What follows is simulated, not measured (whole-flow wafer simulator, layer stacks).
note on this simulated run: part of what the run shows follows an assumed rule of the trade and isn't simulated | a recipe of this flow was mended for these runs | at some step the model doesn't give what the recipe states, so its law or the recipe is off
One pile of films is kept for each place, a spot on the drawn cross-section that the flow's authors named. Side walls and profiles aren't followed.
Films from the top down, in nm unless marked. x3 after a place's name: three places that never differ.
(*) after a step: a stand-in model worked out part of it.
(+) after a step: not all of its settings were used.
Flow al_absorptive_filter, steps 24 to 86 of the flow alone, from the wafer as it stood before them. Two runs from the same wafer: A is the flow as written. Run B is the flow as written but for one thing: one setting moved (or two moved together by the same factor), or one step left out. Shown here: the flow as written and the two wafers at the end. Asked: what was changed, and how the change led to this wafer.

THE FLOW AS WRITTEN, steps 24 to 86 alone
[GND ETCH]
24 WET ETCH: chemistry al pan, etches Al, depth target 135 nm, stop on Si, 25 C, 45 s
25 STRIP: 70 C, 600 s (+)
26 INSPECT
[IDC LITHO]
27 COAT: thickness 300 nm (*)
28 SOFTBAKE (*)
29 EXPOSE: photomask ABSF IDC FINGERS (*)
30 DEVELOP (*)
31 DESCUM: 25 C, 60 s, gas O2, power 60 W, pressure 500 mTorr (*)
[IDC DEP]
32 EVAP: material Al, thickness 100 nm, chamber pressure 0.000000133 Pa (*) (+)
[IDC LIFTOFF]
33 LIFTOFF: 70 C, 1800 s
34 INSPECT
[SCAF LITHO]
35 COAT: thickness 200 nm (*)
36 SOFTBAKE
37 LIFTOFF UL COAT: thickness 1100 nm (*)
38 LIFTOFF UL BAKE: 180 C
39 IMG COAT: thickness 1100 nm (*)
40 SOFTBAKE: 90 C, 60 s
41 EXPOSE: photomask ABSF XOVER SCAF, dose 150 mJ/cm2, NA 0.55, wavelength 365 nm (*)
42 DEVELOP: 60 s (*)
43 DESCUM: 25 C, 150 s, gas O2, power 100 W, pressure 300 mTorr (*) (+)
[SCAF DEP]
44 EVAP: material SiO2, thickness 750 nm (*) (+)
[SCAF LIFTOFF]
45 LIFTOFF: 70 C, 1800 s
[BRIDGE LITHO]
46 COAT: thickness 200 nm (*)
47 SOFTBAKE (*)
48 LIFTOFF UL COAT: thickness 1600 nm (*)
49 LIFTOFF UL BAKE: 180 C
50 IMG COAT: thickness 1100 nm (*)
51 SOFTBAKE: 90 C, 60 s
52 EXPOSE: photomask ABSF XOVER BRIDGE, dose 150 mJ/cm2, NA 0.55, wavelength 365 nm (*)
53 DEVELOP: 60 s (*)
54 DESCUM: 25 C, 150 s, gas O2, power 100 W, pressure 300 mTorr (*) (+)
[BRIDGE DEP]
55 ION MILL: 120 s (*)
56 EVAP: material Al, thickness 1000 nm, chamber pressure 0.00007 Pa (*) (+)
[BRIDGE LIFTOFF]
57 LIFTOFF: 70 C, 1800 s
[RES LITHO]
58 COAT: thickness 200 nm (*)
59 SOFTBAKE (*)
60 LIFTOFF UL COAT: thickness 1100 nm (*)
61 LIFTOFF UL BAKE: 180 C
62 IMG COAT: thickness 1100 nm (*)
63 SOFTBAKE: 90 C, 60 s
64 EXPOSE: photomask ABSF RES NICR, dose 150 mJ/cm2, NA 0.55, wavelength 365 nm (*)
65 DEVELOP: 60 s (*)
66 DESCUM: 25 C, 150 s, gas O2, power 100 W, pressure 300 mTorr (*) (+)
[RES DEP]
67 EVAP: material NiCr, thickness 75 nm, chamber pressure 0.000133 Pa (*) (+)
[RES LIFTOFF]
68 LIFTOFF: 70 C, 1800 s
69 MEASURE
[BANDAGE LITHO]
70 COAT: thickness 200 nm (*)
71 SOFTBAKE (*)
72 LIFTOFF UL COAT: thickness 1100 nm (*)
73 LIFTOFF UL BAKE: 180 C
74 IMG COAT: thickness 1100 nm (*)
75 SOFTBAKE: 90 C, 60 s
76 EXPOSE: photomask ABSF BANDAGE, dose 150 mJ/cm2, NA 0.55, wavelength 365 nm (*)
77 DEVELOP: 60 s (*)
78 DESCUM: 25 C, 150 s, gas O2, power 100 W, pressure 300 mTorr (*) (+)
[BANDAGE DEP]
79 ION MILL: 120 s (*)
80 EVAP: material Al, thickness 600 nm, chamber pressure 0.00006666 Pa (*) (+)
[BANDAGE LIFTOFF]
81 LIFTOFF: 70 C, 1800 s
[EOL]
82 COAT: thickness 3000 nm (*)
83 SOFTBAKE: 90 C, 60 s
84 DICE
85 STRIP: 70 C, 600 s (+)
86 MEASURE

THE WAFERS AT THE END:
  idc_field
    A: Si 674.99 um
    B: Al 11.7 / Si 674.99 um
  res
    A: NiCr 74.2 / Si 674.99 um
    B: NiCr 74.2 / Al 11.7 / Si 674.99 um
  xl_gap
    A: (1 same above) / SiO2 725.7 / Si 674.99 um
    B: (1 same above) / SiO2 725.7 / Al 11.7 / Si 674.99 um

The cause: step 24, WET ETCH: 25 s was run, where the flow has 45 s.

How the change led to this, step by step:
  24 WET ETCH: chemistry al pan, etches Al, depth target 135 nm, stop on Si, 25 C, 45 s
      res, xl_gap, idc_field, idc_line, idc_space: A Al -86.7 (all of it) | B Al -75
  27 COAT: thickness 300 nm (*)
      xl_gap: A e-beam-resist +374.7 (new film) | B e-beam-resist +366 (new film)
  31 DESCUM: 25 C, 60 s, gas O2, power 60 W, pressure 500 mTorr (*)
      idc_line: A chemical SiO2 +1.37 (new film), Si -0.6 | B nothing
  32 EVAP: material Al, thickness 100 nm, chamber pressure 0.000000133 Pa (*) (+)
      idc_line: A Al +100 (new film) | B Al +100
  33 LIFTOFF: 70 C, 1800 s
      xl_gap: A Al -100 (all of it), e-beam-resist -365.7 (all of it) | B Al -100 (all of it), e-beam-resist -357 (all of it)
  35 COAT: thickness 200 nm (*)
      ledge: A acrylic-e-beam-resist +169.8 (new film) | B acrylic-e-beam-resist +173.7 (new film)
      xl_gap: A acrylic-e-beam-resist +265.9 (new film) | B acrylic-e-beam-resist +258.4 (new film)
  43 DESCUM: 25 C, 150 s, gas O2, power 100 W, pressure 300 mTorr (*) (+)
      gnd, pad_far, pad_near and 7 more: A i-line-resist -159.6 | B i-line-resist -155.1
      xl_gap: A acrylic-e-beam-resist -265.9 (all of it) | B acrylic-e-beam-resist -258.4 (all of it)
  45 LIFTOFF: 70 C, 1800 s
      ledge: A SiO2 -750 (all of it), i-line-resist -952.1 (all of it), lift-off-underlayer -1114 (all of it), acrylic-e-beam-resist -169.8 (all of it) | B SiO2 -750 (all of it), i-line-resist -955 (all of it), lift-off-underlayer -1112.5 (all of it), acrylic-e-beam-resist -173.7 (all of it)
  46 COAT: thickness 200 nm (*)
      ledge: A acrylic-e-beam-resist +169.8 (new film) | B acrylic-e-beam-resist +173.7 (new film)
      xl_gap: A acrylic-e-beam-resist +97.9 (new film) | B acrylic-e-beam-resist +93.5 (new film)
  54 DESCUM: 25 C, 150 s, gas O2, power 100 W, pressure 300 mTorr (*) (+)
      xl_gap: A acrylic-e-beam-resist -97.9 (all of it) | B acrylic-e-beam-resist -93.5 (all of it)
  57 LIFTOFF: 70 C, 1800 s
      ledge: A Al -1000 (all of it), i-line-resist -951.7 (all of it), lift-off-underlayer -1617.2 (all of it), acrylic-e-beam-resist -169.8 (all of it) | B Al -1000 (all of it), i-line-resist -950.4 (all of it), lift-off-underlayer -1615.4 (all of it), acrylic-e-beam-resist -173.7 (all of it)
  58 COAT: thickness 200 nm (*)
      ledge: A acrylic-e-beam-resist +169.8 (new film) | B acrylic-e-beam-resist +173.7 (new film)
  66 DESCUM: 25 C, 150 s, gas O2, power 100 W, pressure 300 mTorr (*) (+)
      ledge: A acrylic-e-beam-resist -169.8 (all of it) | B acrylic-e-beam-resist -173.7 (all of it)
  70 COAT: thickness 200 nm (*)
      ledge: A acrylic-e-beam-resist +167 (new film) | B acrylic-e-beam-resist +170.7 (new film)
      xl_gap: A acrylic-e-beam-resist +114.6 (new film) | B acrylic-e-beam-resist +110.8 (new film)
  81 LIFTOFF: 70 C, 1800 s
      ledge: A Al -600 (all of it), i-line-resist -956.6 (all of it), lift-off-underlayer -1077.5 (all of it), acrylic-e-beam-resist -167 (all of it) | B Al -600 (all of it), i-line-resist -955 (all of it), lift-off-underlayer -1076.2 (all of it), acrylic-e-beam-resist -170.7 (all of it)
      xl_gap: A Al -600 (all of it), i-line-resist -824.6 (all of it), lift-off-underlayer -837.4 (all of it), acrylic-e-beam-resist -114.6 (all of it) | B Al -600 (all of it), i-line-resist -823.6 (all of it), lift-off-underlayer -832 (all of it), acrylic-e-beam-resist -110.8 (all of it)
Counting metal films that touch as one body, idc_field has 1 body; the flow as written gives 0 bodies.
Counting metal films that touch as one body, res has 1 body; the flow as written gives 0 bodies.
Counting metal films that touch as one body, xl_gap has 2 bodies (between them, from the top down: SiO2 725.7); the flow as written gives 1 body.
